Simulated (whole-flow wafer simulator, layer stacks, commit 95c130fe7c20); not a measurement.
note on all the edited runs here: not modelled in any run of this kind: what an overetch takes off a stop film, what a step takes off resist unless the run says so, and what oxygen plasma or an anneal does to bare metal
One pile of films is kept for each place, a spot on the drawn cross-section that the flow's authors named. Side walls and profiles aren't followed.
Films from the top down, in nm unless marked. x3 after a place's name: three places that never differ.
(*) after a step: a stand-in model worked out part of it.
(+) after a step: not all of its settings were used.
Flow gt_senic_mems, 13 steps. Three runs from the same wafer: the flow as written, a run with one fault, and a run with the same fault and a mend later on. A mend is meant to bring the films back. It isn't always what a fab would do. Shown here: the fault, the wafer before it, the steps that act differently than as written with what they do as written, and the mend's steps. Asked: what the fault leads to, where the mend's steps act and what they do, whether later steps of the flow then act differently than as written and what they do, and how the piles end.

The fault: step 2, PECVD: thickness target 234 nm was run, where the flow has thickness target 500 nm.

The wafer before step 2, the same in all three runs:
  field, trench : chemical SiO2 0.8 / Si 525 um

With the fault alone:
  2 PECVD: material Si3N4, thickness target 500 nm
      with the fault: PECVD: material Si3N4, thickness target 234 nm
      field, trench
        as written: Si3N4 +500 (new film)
        with the fault: Si3N4 +234 (new film)
  Later steps of the flow that act differently than as written (2 more steps differ only slightly, by at most 2% or 0.5 nm, whichever is larger, and aren't shown):
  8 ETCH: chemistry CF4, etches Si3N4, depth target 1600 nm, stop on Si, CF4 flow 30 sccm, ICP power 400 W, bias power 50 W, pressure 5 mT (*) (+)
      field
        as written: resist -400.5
        with the fault: resist -223.2
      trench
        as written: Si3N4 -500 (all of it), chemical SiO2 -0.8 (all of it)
        with the fault: Si3N4 -234 (all of it), chemical SiO2 -0.8 (all of it)
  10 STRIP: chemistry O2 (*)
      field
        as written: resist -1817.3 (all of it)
        with the fault: resist -1994.6 (all of it)
  At the end the piles differ from the flow's by more than 2% or 0.5 nm, whichever is larger, at field.
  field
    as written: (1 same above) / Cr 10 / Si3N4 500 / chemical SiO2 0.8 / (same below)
    with the fault: (1 same above) / Cr 10 / Si3N4 234 / chemical SiO2 0.8 / (same below)

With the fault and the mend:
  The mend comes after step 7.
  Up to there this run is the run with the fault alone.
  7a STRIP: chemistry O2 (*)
      field
        resist -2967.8 (all of it)
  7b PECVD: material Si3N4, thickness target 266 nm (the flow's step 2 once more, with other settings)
      field, trench
        Si3N4 +266
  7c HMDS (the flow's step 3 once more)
      changes no film at any place that is followed
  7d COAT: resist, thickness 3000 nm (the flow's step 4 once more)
      field, trench
        resist +3000 (new film)
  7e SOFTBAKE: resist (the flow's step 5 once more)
      changes no film at any place that is followed
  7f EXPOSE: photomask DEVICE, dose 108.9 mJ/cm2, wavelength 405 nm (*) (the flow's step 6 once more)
      changes no film at any place that is followed
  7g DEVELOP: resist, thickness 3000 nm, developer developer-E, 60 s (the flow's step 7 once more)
      field
        resist -32.2
      trench
        resist -3000 (all of it)
  No later step of the flow acts differently than as written at any place that is followed.
  At the end the piles are the same as the flow's at every place that both follow.
